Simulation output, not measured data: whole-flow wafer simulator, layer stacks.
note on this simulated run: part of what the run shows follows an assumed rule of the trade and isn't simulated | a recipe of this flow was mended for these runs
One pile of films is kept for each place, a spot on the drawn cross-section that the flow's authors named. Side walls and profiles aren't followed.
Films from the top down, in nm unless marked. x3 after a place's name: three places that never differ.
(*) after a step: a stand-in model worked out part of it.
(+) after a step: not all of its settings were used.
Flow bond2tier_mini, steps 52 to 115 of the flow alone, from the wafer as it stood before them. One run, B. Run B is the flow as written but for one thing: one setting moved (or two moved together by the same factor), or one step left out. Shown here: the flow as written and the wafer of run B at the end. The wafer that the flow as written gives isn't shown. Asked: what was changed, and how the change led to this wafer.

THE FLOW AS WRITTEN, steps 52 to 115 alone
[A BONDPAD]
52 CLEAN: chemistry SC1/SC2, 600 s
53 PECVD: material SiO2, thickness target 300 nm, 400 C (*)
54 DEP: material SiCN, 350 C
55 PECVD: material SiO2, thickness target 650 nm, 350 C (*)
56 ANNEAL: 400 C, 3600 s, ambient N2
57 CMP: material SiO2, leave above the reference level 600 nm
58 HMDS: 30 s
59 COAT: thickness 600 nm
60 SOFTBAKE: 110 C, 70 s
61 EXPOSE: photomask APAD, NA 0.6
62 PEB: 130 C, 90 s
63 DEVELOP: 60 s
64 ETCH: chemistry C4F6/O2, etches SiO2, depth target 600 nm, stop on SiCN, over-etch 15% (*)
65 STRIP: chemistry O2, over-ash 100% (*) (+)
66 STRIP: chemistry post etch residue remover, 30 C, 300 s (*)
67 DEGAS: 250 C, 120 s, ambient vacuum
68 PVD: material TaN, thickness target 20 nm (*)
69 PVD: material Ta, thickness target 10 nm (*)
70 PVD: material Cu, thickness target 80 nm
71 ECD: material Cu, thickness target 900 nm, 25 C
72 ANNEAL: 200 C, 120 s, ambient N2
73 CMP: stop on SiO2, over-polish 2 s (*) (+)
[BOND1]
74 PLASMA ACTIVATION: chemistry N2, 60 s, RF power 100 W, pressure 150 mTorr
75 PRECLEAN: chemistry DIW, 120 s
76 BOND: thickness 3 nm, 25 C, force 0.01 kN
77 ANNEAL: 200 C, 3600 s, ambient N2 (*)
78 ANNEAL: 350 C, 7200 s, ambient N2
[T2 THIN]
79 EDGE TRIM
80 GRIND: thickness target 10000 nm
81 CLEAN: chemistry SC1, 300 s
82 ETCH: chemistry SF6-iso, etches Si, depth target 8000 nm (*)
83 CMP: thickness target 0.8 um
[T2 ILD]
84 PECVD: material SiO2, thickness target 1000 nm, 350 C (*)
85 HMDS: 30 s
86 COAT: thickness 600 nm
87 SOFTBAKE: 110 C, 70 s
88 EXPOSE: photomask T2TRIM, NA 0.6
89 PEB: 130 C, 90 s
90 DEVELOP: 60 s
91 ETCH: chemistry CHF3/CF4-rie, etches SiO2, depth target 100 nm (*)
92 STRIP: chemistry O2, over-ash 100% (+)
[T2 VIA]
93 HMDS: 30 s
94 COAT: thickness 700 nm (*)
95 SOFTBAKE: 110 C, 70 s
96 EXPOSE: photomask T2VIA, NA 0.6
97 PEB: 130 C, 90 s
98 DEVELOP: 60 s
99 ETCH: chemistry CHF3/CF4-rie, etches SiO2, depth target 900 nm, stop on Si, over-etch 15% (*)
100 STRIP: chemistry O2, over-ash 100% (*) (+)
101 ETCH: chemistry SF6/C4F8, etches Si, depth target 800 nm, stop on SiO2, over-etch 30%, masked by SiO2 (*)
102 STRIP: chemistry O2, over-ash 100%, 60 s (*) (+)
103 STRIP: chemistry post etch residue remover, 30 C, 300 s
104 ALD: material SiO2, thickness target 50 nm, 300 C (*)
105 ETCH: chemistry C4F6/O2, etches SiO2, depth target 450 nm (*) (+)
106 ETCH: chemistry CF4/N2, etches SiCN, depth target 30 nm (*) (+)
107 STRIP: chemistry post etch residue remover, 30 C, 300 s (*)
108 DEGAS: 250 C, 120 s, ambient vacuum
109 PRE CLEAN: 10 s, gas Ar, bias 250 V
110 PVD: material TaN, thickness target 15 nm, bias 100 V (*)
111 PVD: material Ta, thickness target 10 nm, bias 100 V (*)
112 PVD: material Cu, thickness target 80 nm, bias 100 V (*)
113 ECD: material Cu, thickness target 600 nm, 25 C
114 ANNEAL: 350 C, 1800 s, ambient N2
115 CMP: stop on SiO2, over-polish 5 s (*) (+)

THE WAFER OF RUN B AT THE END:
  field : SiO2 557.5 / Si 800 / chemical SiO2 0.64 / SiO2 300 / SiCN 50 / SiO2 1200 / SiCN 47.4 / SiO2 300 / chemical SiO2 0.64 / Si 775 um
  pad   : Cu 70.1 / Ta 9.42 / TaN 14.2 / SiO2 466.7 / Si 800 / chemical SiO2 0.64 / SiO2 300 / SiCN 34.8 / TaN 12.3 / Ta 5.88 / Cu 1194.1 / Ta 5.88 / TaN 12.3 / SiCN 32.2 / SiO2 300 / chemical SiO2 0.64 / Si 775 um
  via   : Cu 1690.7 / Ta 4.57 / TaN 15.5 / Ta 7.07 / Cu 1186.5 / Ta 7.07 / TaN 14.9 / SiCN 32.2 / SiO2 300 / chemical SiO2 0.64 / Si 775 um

The cause: step 54, DEP: 363 C was run, where the flow has 350 C.

How the change led to this, step by step:
  54 DEP: material SiCN, 350 C
      field, pad, via: SiCN +47.4 (new film) (as written it would be: SiCN +50 (new film))
